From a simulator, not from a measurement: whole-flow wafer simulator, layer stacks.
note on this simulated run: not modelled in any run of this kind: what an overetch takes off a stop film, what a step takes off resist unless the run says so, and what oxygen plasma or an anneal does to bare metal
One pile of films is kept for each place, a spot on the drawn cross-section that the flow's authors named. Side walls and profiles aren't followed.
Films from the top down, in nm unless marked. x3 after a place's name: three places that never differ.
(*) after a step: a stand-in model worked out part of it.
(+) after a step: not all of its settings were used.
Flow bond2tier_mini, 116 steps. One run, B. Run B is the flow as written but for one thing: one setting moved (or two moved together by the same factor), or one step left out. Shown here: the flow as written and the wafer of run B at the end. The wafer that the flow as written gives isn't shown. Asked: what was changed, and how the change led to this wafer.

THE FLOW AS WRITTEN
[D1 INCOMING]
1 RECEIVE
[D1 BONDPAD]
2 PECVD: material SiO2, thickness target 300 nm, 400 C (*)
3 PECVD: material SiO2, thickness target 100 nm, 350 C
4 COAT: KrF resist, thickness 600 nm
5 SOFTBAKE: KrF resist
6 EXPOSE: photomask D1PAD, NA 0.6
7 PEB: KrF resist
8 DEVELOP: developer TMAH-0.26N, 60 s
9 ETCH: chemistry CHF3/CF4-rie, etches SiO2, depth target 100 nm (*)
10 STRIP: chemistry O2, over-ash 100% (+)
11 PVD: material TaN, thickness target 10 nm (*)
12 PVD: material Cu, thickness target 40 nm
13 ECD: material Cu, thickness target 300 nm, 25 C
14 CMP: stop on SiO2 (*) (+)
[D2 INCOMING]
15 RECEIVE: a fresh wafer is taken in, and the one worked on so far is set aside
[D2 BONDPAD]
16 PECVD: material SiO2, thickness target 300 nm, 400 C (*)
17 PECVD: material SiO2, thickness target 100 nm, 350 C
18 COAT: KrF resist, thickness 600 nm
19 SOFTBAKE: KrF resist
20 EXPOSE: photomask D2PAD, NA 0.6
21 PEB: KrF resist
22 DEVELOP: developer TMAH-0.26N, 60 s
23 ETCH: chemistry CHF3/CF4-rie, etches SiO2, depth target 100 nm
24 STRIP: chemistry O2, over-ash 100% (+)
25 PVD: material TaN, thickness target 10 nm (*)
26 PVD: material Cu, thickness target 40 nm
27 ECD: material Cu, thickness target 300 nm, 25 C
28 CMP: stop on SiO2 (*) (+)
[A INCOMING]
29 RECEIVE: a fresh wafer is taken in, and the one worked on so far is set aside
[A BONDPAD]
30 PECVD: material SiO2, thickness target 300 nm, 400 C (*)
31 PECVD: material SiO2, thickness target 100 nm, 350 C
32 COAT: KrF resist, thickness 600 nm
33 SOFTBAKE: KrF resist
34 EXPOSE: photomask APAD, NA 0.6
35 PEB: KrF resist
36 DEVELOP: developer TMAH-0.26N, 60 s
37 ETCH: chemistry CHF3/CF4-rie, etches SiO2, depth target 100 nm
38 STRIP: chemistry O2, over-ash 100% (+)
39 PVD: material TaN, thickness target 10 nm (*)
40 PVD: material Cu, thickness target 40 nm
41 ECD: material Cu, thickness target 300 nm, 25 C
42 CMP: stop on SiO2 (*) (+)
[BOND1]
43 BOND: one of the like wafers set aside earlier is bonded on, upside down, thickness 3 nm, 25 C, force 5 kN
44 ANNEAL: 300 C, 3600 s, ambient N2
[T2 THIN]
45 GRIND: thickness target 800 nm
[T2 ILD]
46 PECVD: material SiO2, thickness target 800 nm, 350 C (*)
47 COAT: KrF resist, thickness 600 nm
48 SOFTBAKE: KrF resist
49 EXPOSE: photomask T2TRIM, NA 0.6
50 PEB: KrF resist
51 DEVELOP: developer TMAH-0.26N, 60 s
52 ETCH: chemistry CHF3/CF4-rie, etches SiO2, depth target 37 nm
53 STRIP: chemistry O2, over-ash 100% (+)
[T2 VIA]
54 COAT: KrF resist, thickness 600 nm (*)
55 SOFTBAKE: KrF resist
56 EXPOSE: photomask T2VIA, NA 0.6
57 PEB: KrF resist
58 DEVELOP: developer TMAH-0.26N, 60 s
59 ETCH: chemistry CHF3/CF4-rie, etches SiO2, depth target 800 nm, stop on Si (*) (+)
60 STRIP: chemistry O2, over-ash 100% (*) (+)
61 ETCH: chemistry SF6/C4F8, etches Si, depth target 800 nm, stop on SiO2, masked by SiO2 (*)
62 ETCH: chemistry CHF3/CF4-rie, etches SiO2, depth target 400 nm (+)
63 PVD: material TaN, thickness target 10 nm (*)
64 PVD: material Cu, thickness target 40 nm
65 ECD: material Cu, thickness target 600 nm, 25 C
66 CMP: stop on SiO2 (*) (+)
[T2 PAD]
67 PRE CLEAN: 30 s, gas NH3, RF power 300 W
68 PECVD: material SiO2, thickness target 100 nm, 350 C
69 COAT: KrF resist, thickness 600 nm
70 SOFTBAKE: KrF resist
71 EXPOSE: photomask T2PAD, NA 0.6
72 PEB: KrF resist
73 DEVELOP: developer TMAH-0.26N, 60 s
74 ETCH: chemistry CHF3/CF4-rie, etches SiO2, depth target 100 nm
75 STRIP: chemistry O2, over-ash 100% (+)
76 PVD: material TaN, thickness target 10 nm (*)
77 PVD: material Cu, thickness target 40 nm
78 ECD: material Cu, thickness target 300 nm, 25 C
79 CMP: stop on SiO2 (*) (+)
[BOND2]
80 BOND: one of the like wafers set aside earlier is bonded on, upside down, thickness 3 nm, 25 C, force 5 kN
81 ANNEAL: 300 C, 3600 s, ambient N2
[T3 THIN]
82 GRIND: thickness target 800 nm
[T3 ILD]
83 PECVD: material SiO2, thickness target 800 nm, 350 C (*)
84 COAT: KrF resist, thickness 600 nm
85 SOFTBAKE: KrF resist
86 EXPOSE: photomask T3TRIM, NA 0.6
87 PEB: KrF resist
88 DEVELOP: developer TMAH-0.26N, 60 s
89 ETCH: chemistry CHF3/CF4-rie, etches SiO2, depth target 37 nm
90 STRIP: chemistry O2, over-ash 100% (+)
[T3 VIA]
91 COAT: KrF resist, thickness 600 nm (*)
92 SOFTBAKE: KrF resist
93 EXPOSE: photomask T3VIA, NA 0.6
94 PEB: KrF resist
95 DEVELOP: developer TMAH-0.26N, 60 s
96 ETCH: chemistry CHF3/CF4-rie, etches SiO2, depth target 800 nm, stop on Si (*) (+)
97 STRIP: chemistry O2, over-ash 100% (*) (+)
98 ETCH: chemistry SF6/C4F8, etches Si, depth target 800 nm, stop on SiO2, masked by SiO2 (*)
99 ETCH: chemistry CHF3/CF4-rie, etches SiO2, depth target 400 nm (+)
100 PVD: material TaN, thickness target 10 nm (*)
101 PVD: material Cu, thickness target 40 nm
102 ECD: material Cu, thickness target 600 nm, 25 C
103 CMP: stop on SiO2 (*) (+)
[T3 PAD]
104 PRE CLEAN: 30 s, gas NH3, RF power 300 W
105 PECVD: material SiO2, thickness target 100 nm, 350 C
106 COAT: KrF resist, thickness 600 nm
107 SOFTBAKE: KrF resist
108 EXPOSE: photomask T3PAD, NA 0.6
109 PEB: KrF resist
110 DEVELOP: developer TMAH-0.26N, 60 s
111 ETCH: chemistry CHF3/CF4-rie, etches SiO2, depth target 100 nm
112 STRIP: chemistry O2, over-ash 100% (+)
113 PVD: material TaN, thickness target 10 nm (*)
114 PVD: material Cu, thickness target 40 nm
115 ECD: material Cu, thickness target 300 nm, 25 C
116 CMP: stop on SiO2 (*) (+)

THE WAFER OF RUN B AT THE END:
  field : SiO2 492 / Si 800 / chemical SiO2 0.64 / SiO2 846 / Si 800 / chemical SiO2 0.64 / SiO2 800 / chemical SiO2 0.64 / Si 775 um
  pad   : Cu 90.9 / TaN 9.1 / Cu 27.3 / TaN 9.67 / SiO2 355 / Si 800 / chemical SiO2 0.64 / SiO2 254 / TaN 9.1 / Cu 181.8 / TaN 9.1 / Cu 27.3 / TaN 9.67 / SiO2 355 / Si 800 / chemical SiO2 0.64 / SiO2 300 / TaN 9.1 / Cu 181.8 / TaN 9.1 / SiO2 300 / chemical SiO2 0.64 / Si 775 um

The cause: step 17, PECVD: thickness target 54 nm was run, where the flow has thickness target 100 nm.

How the change led to this, step by step:
  17 PECVD: material SiO2, thickness target 100 nm, 350 C
      field, pad, via: SiO2 +54 (as written it would be: SiO2 +100)
  80 BOND: one of the like wafers set aside earlier is bonded on, upside down, thickness 3 nm, 25 C, force 5 kN
      field: Si +775 um (new film), chemical SiO2 +0.64 (new film), SiO2 +354 (as written it would be: Si +775 um (new film), chemical SiO2 +0.64 (new film), SiO2 +400)
      pad: Si +775 um (new film), chemical SiO2 +0.64 (new film), SiO2 +254 (new film), TaN +9.1 (new film), Cu +90.9 (as written it would be: Si +775 um (new film), chemical SiO2 +0.64 (new film), SiO2 +300 (new film), TaN +9.1 (new film), Cu +90.9)
